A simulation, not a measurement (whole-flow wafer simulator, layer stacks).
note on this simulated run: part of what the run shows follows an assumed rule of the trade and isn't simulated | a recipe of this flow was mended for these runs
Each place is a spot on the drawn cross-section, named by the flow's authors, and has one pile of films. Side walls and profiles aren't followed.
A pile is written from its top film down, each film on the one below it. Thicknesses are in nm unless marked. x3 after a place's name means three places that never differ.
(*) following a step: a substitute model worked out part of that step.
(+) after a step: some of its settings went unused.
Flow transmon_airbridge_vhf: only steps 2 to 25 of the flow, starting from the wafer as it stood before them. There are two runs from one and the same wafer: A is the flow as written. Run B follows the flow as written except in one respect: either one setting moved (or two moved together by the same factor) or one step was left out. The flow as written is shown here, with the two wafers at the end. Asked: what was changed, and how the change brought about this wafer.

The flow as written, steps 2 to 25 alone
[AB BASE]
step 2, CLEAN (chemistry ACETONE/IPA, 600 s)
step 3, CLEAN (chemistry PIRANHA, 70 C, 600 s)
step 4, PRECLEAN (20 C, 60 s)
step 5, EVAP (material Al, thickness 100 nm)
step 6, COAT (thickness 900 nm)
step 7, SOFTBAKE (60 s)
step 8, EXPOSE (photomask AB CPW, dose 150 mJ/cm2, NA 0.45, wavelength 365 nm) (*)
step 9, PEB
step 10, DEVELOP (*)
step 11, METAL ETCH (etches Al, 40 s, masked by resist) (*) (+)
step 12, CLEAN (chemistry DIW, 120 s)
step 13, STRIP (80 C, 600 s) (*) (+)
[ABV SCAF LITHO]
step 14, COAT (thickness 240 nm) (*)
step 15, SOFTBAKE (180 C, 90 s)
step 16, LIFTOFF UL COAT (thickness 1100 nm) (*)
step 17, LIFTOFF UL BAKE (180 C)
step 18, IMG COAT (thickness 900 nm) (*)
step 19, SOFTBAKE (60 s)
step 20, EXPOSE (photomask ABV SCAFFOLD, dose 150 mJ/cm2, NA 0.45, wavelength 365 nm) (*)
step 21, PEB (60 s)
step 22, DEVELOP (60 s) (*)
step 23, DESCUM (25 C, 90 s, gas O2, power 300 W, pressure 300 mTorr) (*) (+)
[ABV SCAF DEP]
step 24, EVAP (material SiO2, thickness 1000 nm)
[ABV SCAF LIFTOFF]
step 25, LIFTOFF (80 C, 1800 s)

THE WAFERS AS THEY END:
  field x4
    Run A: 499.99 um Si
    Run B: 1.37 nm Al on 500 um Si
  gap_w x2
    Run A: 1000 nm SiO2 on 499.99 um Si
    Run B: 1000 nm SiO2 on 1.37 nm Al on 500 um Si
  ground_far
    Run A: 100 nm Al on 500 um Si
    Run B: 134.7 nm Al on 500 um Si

Cause: step 5, EVAP: thickness 134.7 nm was run, whereas the flow has thickness 100 nm.
The wafer lets one read it off: ground_far has Al 134.7, and step 5 as written asks for 100 nm.

How this came from the change, step by step:
  step 5, EVAP (material Al, thickness 100 nm)
      field x4, ground_far, pad_w x2, flank_w x2, gap_w x2, cpw_trace, trace_open_s x2, margin_s x3: A Al gains 100 (new film) | B Al gains 134.7 (new film)
  step 11, METAL ETCH (etches Al, 40 s, masked by resist) (*) (+)
      field x4, gap_w x2: A Al loses 86.7 (all of it), Si loses 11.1 | B Al loses 120
With metal films that touch counted as one body, field x4 has 1 body; the flow as written gives 0 bodies.
With metal films that touch counted as one body, gap_w x2 has 1 body; the flow as written gives 0 bodies.
